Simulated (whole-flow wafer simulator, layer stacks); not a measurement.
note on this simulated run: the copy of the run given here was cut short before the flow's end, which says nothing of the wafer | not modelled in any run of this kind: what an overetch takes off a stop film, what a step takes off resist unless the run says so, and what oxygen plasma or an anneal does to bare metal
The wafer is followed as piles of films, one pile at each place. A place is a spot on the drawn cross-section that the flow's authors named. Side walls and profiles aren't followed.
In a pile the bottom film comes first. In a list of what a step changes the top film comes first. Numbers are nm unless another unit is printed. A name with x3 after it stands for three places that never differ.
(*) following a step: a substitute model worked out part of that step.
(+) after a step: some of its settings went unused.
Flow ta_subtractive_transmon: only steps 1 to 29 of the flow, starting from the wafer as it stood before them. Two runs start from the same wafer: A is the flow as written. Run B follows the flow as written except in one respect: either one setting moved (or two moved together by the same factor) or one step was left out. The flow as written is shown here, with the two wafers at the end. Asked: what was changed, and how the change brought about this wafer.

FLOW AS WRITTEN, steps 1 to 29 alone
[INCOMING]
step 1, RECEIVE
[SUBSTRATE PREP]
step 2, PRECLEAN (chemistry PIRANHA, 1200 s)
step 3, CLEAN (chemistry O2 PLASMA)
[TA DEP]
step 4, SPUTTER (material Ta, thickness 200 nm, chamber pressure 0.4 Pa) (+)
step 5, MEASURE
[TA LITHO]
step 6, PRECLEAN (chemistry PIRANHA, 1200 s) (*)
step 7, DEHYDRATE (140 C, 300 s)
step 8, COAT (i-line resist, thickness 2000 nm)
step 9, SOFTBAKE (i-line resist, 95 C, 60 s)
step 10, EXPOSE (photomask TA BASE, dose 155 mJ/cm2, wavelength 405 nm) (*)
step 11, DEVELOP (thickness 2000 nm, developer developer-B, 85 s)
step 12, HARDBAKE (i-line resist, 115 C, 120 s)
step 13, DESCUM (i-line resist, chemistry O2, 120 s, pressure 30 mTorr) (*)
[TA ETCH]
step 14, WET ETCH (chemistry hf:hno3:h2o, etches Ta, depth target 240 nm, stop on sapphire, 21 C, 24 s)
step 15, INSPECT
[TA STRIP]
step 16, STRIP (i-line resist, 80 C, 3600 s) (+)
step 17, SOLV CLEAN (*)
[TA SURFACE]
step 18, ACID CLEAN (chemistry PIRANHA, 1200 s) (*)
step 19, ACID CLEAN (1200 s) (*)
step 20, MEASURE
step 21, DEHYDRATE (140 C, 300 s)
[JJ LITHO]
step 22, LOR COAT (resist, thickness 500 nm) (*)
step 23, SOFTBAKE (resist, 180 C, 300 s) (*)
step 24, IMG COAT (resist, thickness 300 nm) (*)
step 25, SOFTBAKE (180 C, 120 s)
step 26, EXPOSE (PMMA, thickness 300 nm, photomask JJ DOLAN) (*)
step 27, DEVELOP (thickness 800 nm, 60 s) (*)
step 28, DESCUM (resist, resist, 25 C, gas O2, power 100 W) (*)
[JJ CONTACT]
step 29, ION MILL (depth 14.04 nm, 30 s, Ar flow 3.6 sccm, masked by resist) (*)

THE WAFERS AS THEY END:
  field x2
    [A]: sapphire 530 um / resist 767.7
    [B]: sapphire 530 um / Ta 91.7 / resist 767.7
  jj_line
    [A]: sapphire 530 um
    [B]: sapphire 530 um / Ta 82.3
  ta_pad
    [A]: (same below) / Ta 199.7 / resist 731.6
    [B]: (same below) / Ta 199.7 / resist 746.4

The reason: step 14, WET ETCH: depth target 108 nm was run, though the flow has depth target 240 nm; step 14, WET ETCH: 10.8 s was run, where the flow has 24 s.

Step by step, how the change led to this:
  step 14, WET ETCH (chemistry hf:hno3:h2o, etches Ta, depth target 240 nm, stop on sapphire, 21 C, 24 s)
      field x2, jj_line, lead: A Ta loses 200 (all of it) | B Ta loses 108
  step 22, LOR COAT (resist, thickness 500 nm) (*)
      lead: A resist gains 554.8 (new film) | B resist gains 530.6 (new film)
      ta_contact: A resist gains 443.8 (new film) | B resist gains 468.3 (new film)
  step 24, IMG COAT (resist, thickness 300 nm) (*)
      ta_contact: A resist gains 287.4 | B resist gains 293.4
      ta_pad: A resist gains 281.3 | B resist gains 289.7
  step 27, DEVELOP (thickness 800 nm, 60 s) (*)
      lead: A resist loses 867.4 (all of it) | B resist loses 837.4 (all of it)
      ta_contact: A resist loses 731.2 (all of it) | B resist loses 761.7 (all of it)
  step 29, ION MILL (depth 14.04 nm, 30 s, Ar flow 3.6 sccm, masked by resist) (*)
      jj_line, lead: A sapphire loses 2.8 | B Ta loses 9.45
If metal films that touch count as one body, field x2 has 1 body; the flow as written gives 0 bodies.
If metal films that touch count as one body, jj_line has 1 body; the flow as written gives 0 bodies.
